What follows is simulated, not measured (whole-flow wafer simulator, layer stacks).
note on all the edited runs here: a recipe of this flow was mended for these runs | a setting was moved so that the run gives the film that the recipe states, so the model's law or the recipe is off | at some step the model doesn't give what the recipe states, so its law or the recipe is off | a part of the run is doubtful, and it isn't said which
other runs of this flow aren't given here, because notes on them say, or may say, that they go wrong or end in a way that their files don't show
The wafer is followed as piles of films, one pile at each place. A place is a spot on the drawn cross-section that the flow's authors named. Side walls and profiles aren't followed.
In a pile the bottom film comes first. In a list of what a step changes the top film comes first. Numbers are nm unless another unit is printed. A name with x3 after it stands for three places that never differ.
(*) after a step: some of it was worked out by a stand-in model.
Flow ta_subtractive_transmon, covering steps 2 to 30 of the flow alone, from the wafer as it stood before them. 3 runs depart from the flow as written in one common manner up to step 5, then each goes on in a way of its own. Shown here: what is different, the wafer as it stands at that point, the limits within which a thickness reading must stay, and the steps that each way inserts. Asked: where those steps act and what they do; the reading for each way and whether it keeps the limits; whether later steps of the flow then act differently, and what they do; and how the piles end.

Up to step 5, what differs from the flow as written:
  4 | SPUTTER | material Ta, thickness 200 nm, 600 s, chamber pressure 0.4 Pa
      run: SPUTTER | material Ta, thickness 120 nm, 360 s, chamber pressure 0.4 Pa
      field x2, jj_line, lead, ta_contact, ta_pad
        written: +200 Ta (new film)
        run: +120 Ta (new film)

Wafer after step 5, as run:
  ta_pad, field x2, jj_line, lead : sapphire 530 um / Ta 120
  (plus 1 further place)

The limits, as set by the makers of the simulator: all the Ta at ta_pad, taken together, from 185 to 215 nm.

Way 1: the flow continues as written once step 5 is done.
  The reading taken after step 5 is 120 nm, which is outside the limits.
  Later steps of the flow acting differently than as written:
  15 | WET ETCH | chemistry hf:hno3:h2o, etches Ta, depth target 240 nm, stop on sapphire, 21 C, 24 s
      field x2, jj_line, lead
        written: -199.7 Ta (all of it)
        way: -119.7 Ta (all of it)
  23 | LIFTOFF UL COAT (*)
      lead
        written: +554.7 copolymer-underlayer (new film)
        way: +533.7 copolymer-underlayer (new film)
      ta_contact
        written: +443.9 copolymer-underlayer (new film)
        way: +465.2 copolymer-underlayer (new film)
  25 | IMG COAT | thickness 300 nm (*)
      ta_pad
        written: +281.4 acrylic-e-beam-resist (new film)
        way: +288.7 acrylic-e-beam-resist (new film)
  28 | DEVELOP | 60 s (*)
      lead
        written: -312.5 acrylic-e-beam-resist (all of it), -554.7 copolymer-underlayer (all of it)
        way: -307.5 acrylic-e-beam-resist (all of it), -533.7 copolymer-underlayer (all of it)
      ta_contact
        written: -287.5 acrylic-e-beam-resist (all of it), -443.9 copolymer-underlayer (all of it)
        way: -292.7 acrylic-e-beam-resist (all of it), -465.2 copolymer-underlayer (all of it)
  By the end, the piles at ta_contact, ta_pad depart from the flow's by more than 2% or 0.5 nm, whichever is larger.
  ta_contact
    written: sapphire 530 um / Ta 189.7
    way: sapphire 530 um / Ta 109.7
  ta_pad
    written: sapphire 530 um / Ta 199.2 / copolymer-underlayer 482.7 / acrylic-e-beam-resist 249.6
    way: sapphire 530 um / Ta 119.2 / copolymer-underlayer 488.1 / acrylic-e-beam-resist 256.9

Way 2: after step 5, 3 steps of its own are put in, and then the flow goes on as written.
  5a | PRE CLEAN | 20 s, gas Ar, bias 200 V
      field x2, jj_line, lead, ta_contact, ta_pad
        -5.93 Ta
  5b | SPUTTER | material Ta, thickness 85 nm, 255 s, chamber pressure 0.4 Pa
      field x2, jj_line, lead, ta_contact, ta_pad
        +85 Ta
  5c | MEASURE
      does not change any film at any place that is followed
  The reading taken after step 5c is 199.1 nm, which is within the limits.
  None of the later steps of the flow differs from how it acts as written, at any place that is followed, by more than 2% or 0.5 nm, whichever is larger.
  The piles end only slightly different from the flow's at the places that both follow, by no more than 2% or 0.5 nm, whichever is larger.

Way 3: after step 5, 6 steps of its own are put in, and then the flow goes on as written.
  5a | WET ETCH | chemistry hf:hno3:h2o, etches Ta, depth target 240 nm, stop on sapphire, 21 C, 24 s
      field x2, jj_line, lead, ta_contact, ta_pad
        -120 Ta (all of it)
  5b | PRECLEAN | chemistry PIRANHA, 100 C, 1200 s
      does not change any film at any place that is followed
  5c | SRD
      does not change any film at any place that is followed
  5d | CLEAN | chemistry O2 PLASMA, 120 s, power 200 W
      does not change any film at any place that is followed
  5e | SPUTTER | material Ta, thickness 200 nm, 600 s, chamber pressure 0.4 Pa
      field x2, jj_line, lead, ta_contact, ta_pad
        +200 Ta (new film)
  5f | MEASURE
      does not change any film at any place that is followed
  The reading taken after step 5f is 200 nm, which is within the limits.
  None of the later steps of the flow acts differently than as written at any place that is followed.
  At every place that both follow, the piles at the end match the flow's.

Keeping within the limits: way 2, way 3. Outside them: way 1.
